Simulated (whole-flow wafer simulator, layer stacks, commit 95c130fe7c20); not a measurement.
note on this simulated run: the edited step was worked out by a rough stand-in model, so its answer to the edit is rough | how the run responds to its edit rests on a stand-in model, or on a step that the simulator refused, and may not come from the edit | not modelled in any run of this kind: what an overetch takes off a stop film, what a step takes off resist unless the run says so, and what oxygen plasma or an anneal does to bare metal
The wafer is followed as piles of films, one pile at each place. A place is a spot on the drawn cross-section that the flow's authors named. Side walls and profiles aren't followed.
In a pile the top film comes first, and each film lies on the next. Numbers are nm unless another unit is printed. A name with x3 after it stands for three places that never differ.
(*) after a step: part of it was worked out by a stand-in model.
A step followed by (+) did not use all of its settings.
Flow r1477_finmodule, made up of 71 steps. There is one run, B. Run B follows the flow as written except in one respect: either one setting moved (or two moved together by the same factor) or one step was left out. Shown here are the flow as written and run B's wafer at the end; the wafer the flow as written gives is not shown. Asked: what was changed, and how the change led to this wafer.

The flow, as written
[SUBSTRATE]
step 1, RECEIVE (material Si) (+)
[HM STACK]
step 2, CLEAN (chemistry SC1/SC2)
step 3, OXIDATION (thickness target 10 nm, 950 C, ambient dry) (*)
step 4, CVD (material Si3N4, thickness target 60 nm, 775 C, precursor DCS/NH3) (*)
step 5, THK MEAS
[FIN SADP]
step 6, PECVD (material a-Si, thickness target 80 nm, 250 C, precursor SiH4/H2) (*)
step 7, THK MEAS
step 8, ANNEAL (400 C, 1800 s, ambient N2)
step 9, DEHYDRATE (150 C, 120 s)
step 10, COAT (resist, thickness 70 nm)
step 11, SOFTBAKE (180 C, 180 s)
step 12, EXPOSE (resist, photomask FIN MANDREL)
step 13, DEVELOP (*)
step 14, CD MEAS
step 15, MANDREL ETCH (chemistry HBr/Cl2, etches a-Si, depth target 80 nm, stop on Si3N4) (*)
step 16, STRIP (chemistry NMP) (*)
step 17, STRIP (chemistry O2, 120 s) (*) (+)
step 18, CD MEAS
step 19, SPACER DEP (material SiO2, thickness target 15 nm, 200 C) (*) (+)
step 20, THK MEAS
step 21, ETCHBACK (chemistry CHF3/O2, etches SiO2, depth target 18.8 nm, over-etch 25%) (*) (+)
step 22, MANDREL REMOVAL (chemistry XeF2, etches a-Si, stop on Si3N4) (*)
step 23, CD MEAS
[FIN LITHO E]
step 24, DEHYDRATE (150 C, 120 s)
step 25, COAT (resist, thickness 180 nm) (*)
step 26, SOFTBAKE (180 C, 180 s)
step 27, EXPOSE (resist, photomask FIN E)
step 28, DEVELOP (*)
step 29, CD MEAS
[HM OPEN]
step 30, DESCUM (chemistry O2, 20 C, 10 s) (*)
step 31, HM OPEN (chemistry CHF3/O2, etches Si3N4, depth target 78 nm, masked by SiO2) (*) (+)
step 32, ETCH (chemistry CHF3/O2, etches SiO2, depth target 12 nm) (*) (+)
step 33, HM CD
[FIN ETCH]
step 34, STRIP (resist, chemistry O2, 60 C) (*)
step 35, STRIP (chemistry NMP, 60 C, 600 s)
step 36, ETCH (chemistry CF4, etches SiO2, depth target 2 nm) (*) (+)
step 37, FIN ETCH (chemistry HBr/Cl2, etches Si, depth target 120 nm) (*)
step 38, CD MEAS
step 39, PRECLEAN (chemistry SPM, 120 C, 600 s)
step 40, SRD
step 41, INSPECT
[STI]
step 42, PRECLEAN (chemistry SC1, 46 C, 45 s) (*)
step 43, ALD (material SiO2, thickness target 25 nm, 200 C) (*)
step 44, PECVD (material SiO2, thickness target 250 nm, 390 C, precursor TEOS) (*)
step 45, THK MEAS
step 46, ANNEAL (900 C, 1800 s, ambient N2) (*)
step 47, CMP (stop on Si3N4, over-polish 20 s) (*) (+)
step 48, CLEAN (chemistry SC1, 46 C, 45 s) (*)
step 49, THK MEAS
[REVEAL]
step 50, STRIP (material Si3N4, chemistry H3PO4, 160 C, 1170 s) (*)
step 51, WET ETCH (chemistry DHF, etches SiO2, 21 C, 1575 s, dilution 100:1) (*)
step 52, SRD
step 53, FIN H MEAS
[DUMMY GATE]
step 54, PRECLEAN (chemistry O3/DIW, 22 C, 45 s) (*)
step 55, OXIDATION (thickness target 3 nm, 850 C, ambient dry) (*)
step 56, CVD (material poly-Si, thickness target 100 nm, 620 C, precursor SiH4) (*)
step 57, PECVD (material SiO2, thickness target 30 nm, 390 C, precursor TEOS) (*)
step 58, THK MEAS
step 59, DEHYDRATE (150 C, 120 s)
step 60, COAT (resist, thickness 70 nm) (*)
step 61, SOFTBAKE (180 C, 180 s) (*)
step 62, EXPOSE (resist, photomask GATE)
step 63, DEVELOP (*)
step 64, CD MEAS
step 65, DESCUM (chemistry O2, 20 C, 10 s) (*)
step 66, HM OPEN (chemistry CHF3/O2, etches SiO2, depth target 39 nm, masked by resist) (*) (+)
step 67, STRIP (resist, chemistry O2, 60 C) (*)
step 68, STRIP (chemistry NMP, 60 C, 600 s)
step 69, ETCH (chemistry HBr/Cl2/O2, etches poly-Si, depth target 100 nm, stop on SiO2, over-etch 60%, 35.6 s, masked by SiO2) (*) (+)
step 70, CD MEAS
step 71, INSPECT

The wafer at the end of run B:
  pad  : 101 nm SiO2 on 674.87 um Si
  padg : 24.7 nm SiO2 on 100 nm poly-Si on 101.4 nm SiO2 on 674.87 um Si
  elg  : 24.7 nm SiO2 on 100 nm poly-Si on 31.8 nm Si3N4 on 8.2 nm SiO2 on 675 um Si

Cause: step 3, OXIDATION: thickness target 8.2 nm was run, whereas the flow has thickness target 10 nm.
The wafer lets one read it off: elg has SiO2 8.2, and step 3 as written asks for 10 nm.

Step by step, how the change led to this:
  step 3, OXIDATION (thickness target 10 nm, 950 C, ambient dry) (*)
      pad, padg, elg and 33 more: +8.2 SiO2 (new film), -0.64 chemical SiO2 (all of it), -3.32 Si (it would be, as written: +10 SiO2 (new film), -0.64 chemical SiO2 (all of it), -4.12 Si)
  step 31, HM OPEN (chemistry CHF3/O2, etches Si3N4, depth target 78 nm, masked by SiO2) (*) (+)
      s40cg, s45cg, s50cg, s40co, s45co, s50co: -60 Si3N4 (all of it), -8.2 SiO2 (all of it) (it would be, as written: -60 Si3N4 (all of it), -9 SiO2)
      pad, padg, esg and 13 more: -56.4 Si3N4 (all of it), -8.2 SiO2 (all of it) (it would be, as written: -56.4 Si3N4 (all of it), -10 SiO2 (all of it))
  step 32, ETCH (chemistry CHF3/O2, etches SiO2, depth target 12 nm) (*) (+)
      s40cg, s40co: -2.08 Si (it would be, as written: -1 SiO2 (all of it), -2.2 Si)
      s45cg, s45co: -2.12 Si (it would be, as written: -1 SiO2 (all of it), -2.2 Si)
      (and at 2 other places as well)
  step 47, CMP (stop on Si3N4, over-polish 20 s) (*) (+)
      pad, padg, e40sg and 11 more: -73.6 SiO2 (it would be, as written: -71.8 SiO2)
      eso: -74.2 SiO2 (it would be, as written: -72.4 SiO2)
  step 51, WET ETCH (chemistry DHF, etches SiO2, 21 C, 1575 s, dilution 100:1) (*)
      s40sg_line, s45sg_line, s50sg_line, s40so_line, s45so_line, s50so_line: -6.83 SiO2 (all of it) (it would be, as written: -8.63 SiO2 (all of it))
  step 67, STRIP (resist, chemistry O2, 60 C) (*)
      s40sg: -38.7 resist (all of it) (it would be, as written: -36.9 resist (all of it))
      s45sg: -38.6 resist (all of it) (it would be, as written: -36.9 resist (all of it))
      (and at 1 other place as well)
